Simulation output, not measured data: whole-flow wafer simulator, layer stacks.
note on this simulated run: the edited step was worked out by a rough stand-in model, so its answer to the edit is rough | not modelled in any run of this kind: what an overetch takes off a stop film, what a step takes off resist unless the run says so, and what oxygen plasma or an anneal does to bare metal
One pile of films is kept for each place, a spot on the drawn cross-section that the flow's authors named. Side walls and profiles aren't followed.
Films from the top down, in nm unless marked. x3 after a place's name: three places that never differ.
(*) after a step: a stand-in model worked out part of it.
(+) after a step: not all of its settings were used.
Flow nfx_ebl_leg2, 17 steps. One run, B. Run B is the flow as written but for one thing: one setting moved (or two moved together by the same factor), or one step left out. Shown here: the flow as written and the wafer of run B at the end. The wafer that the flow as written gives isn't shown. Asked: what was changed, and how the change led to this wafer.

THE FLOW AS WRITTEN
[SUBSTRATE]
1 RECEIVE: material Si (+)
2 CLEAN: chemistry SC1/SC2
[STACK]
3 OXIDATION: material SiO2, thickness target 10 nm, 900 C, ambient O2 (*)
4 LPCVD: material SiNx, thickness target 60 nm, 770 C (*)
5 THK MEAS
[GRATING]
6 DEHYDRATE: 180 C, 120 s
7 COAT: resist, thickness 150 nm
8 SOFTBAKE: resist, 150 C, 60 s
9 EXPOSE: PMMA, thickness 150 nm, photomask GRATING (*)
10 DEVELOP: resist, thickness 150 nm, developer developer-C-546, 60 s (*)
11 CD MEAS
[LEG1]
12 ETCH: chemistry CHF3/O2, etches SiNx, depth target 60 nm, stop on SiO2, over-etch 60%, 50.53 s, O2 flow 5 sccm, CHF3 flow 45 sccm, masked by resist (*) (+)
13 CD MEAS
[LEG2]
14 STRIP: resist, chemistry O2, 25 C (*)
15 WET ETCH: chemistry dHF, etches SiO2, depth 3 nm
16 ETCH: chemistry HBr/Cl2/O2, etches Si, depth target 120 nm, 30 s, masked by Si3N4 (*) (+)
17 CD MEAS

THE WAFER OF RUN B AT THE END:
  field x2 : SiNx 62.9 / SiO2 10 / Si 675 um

The cause: step 4, LPCVD: thickness target 69.7 nm was run, where the flow has thickness target 60 nm.

How the change led to this, step by step:
  4 LPCVD: material SiNx, thickness target 60 nm, 770 C (*)
      field x2, pad x2: SiNx +69.7 (new film) (as written it would be: SiNx +60 (new film))
  12 ETCH: chemistry CHF3/O2, etches SiNx, depth target 60 nm, stop on SiO2, over-etch 60%, 50.53 s, O2 flow 5 sccm, CHF3 flow 45 sccm, masked by resist (*) (+)
      pad x2: SiNx -69.7 (all of it), SiO2 -10 (all of it) (as written it would be: SiNx -60 (all of it), SiO2 -10 (all of it))
